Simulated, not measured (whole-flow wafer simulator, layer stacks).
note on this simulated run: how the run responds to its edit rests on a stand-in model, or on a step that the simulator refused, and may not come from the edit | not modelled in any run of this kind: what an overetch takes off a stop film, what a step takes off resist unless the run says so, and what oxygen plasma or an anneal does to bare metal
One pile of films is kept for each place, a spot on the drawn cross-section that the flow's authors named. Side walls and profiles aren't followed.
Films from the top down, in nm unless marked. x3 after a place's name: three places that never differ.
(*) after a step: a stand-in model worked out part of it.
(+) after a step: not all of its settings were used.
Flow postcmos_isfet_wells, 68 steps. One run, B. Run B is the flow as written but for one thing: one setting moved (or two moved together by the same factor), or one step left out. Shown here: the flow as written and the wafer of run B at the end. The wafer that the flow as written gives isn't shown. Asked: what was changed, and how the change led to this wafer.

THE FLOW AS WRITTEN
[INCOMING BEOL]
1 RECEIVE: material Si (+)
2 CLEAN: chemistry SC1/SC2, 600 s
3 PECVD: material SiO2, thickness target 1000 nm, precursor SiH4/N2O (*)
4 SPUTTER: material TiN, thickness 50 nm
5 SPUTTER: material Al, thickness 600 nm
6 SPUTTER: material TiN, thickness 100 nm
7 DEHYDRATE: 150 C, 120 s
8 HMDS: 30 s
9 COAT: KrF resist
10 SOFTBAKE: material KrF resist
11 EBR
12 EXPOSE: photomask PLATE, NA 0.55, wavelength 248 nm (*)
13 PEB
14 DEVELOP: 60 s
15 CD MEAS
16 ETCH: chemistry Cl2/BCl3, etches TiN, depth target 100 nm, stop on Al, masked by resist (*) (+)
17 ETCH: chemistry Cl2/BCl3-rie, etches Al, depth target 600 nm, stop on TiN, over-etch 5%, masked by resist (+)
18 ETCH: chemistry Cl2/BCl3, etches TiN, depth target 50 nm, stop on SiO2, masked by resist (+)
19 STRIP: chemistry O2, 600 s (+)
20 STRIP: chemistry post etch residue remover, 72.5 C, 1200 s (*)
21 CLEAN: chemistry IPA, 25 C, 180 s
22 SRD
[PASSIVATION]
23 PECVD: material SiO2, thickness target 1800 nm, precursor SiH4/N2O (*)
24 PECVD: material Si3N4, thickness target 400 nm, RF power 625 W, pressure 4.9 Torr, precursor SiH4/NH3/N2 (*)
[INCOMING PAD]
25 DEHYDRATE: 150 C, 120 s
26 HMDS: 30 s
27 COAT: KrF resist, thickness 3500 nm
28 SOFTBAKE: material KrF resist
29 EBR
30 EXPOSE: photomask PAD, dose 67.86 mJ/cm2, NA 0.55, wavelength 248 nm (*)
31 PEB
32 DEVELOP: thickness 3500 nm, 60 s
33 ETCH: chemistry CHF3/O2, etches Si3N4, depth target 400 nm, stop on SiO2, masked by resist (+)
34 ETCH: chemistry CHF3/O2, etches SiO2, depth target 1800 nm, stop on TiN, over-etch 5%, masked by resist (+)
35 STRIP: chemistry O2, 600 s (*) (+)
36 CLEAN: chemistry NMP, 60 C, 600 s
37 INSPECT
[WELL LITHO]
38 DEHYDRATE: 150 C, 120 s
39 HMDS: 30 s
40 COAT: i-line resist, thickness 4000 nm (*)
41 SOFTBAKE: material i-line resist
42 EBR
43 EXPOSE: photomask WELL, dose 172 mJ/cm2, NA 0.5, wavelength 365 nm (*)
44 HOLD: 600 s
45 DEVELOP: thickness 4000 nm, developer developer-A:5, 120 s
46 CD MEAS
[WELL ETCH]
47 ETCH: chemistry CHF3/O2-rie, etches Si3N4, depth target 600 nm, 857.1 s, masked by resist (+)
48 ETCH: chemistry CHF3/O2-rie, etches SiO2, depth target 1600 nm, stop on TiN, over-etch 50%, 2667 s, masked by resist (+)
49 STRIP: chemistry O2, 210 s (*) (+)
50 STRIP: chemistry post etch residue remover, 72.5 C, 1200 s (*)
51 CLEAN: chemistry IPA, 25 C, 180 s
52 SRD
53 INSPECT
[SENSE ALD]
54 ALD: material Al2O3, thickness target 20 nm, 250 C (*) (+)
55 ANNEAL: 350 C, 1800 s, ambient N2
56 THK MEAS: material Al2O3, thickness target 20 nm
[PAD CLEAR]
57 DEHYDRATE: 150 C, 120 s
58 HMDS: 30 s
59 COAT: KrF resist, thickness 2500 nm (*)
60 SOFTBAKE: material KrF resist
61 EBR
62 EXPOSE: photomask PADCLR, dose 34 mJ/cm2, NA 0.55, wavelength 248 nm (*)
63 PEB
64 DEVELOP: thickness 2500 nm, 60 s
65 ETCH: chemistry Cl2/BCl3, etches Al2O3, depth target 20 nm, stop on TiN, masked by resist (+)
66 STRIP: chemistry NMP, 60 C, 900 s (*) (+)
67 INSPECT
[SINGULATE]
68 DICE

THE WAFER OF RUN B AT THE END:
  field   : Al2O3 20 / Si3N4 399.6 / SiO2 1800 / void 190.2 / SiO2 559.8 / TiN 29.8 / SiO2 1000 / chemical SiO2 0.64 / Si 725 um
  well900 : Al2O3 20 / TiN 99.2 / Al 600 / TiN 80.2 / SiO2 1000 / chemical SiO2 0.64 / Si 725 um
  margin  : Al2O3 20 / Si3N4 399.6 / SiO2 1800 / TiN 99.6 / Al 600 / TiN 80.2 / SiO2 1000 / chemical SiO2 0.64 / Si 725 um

The cause: step 4, SPUTTER: thickness 80.25 nm was run, where the flow has thickness 50 nm.
It can be read off the wafer: well900 has TiN 80.2, and step 4 as written asks for 50 nm.

How the change led to this, step by step:
  4 SPUTTER: material TiN, thickness 50 nm
      field, margin, well900, well1300 x3, pad_rim, pad_clr, pad_open: TiN +80.2 (new film) (as written it would be: TiN +50 (new film))
  18 ETCH: chemistry Cl2/BCl3, etches TiN, depth target 50 nm, stop on SiO2, masked by resist (+)
      field: TiN -50 (as written it would be: TiN -50 (all of it))
  23 PECVD: material SiO2, thickness target 1800 nm, precursor SiH4/N2O (*)
      field: SiO2 +1800 (new film), void +190.2 (new film), SiO2 +559.8 (new film) (as written it would be: SiO2 +1800 (new film), void +189.9 (new film), SiO2 +559.7)
Counting metal films that touch as one body, field has 1 body; the flow as written gives 0 bodies.
